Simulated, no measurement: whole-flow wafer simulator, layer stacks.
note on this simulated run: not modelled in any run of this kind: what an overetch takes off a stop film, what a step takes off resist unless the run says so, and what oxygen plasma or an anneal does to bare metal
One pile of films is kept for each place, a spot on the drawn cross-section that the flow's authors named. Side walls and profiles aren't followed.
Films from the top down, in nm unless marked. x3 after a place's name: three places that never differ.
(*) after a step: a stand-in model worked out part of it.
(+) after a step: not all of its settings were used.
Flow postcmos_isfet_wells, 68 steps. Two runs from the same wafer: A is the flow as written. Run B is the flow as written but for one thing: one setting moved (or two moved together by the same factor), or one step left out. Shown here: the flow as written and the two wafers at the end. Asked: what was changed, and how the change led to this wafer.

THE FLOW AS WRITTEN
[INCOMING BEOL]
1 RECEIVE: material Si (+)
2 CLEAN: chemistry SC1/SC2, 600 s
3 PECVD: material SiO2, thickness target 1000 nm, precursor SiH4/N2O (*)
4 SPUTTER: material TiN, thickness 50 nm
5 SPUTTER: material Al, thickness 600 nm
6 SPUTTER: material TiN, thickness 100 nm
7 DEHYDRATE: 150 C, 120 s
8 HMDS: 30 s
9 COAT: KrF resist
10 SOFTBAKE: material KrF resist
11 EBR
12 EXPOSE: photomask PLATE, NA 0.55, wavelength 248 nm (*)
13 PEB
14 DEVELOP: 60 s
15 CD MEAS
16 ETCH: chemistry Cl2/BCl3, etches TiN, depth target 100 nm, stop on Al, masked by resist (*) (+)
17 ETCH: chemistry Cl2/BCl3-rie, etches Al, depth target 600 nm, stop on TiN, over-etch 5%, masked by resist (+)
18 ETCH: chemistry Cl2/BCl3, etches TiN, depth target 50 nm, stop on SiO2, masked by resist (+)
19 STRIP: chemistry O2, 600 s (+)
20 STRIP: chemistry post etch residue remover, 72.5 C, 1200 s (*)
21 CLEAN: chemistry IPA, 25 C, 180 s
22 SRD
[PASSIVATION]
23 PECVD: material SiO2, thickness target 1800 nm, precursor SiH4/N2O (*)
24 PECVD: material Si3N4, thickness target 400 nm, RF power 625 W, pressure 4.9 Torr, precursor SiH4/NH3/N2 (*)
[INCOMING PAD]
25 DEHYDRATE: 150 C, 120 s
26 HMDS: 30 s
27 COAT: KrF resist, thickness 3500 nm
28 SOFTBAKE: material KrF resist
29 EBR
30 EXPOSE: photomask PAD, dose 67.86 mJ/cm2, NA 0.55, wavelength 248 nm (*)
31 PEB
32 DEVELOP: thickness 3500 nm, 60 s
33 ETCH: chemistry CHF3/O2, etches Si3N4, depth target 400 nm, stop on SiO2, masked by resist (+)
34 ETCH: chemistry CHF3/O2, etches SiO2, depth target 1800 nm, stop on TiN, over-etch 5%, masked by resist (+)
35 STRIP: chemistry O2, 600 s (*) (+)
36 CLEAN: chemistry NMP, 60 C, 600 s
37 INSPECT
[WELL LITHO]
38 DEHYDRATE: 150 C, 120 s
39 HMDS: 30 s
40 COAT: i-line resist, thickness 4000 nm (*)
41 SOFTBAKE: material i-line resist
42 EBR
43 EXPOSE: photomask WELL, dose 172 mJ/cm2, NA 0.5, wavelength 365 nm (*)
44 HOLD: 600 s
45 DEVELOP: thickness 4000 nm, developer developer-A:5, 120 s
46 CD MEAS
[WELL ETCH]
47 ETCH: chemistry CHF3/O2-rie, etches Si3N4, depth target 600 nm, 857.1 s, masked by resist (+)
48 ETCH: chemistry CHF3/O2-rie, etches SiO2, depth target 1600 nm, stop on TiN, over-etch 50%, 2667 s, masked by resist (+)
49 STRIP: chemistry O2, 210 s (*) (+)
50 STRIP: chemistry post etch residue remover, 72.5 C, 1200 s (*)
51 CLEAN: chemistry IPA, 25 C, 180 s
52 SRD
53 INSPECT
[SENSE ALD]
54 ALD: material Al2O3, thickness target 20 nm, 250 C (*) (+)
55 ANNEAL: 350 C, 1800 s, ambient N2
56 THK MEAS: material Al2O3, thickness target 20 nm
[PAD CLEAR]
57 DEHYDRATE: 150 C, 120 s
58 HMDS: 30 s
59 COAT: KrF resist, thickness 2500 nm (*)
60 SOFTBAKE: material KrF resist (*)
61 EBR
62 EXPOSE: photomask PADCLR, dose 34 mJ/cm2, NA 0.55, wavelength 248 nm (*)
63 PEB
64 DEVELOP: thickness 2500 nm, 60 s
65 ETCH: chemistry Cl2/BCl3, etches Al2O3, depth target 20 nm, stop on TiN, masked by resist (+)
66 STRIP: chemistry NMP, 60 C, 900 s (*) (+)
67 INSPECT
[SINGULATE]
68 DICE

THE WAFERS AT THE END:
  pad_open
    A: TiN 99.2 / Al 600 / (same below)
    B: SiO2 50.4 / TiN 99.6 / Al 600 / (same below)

The cause: step 33, ETCH: depth target 352 nm was run, where the flow has depth target 400 nm.

How the change led to this, step by step:
  33 ETCH: chemistry CHF3/O2, etches Si3N4, depth target 400 nm, stop on SiO2, masked by resist (+)
      pad_open: A Si3N4 -400 (all of it) | B Si3N4 -352
      field, margin, well900, well1300 x3, pad_rim, pad_clr: A KrF resist -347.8 | B KrF resist -306.1
  34 ETCH: chemistry CHF3/O2, etches SiO2, depth target 1800 nm, stop on TiN, over-etch 5%, masked by resist (+)
      pad_open: A SiO2 -1800 (all of it) | B Si3N4 -48 (all of it), SiO2 -1749.6
  35 STRIP: chemistry O2, 600 s (*) (+)
      field, margin, well900, well1300 x3, pad_rim, pad_clr: A KrF resist -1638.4 (all of it) | B KrF resist -1680.2 (all of it)
  41 SOFTBAKE: material i-line resist
      pad_clr: A i-line resist -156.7 | B i-line resist -151.6
